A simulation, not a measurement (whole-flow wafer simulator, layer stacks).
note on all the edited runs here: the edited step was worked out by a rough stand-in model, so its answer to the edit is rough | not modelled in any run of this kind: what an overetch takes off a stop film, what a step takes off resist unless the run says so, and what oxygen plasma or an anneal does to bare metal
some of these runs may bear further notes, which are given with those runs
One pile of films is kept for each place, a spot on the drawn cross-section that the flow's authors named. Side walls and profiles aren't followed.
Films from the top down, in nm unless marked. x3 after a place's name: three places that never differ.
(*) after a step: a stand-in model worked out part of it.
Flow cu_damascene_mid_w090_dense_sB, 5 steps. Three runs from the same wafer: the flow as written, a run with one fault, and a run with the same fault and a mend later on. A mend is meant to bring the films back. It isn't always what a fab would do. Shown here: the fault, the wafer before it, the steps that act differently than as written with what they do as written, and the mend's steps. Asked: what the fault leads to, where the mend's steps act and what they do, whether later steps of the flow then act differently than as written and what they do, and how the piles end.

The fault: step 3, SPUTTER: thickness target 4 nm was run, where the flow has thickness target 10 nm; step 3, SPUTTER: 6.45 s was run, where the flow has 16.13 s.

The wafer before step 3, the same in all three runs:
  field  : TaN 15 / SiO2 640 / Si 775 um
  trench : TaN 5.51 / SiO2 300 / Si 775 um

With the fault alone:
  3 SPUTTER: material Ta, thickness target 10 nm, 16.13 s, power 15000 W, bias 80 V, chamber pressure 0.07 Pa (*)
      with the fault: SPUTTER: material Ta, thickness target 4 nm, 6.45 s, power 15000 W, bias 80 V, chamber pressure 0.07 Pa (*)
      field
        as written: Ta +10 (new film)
        with the fault: Ta +4 (new film)
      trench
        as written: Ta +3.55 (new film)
        with the fault: Ta +1.42 (new film)
  Later steps of the flow that act differently than as written (1 more step differs only slightly, by at most 2% or 0.5 nm, whichever is larger, and isn't shown):
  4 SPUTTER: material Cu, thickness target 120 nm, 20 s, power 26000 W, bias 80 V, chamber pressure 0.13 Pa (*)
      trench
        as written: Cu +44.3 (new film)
        with the fault: Cu +45.3 (new film)
  At the end the piles differ from the flow's by more than 2% or 0.5 nm, whichever is larger, at field, trench.
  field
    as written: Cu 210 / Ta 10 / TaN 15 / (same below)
    with the fault: Cu 210 / Ta 4 / TaN 15 / (same below)
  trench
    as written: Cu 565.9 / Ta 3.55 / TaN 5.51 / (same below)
    with the fault: Cu 562.1 / Ta 1.42 / TaN 5.51 / (same below)

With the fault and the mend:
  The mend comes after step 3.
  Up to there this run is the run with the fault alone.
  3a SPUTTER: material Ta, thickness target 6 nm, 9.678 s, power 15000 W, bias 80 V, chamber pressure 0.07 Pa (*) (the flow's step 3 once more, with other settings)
      field
        Ta +6
      trench
        Ta +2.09
  No later step of the flow acts differently than as written at any place that is followed.
  At the end the piles differ from the flow's only slightly at the places that both follow, by at most 2% or 0.5 nm, whichever is larger.
